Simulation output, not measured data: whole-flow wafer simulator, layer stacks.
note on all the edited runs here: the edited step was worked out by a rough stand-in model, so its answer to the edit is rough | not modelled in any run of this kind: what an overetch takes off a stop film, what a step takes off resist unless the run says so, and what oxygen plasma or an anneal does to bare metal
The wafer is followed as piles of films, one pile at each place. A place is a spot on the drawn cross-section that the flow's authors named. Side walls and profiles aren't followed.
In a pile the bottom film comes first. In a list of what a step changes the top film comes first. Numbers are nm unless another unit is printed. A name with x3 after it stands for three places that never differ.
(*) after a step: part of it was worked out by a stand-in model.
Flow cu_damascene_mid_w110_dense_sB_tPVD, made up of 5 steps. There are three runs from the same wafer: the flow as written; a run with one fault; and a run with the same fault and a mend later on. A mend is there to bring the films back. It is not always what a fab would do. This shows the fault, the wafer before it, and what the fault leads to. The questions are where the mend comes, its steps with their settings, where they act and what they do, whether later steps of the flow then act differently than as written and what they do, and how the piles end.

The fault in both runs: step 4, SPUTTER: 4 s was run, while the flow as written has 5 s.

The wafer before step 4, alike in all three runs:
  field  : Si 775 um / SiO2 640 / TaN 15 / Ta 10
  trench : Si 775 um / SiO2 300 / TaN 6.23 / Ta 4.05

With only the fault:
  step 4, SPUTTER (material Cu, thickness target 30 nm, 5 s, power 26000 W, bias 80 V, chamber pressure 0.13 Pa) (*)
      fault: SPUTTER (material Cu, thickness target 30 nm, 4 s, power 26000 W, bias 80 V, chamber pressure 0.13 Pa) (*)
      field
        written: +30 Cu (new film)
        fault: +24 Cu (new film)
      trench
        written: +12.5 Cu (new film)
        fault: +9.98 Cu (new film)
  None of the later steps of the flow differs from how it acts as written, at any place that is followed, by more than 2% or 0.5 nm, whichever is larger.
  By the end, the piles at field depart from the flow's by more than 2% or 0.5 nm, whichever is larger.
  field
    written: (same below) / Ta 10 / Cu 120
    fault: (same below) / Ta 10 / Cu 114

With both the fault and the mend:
  The mend follows step 4.
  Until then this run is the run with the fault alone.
  step 4a, SPUTTER (material Cu, thickness target 30 nm, 1 s, power 26000 W, bias 80 V, chamber pressure 0.13 Pa) (*) (the flow's step 4 again, with other settings)
      field
        +6 Cu
      trench
        +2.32 Cu
  None of the later steps of the flow differs from how it acts as written, at any place that is followed, by more than 2% or 0.5 nm, whichever is larger.
  By the end, the piles equal the flow's at every place that both follow.
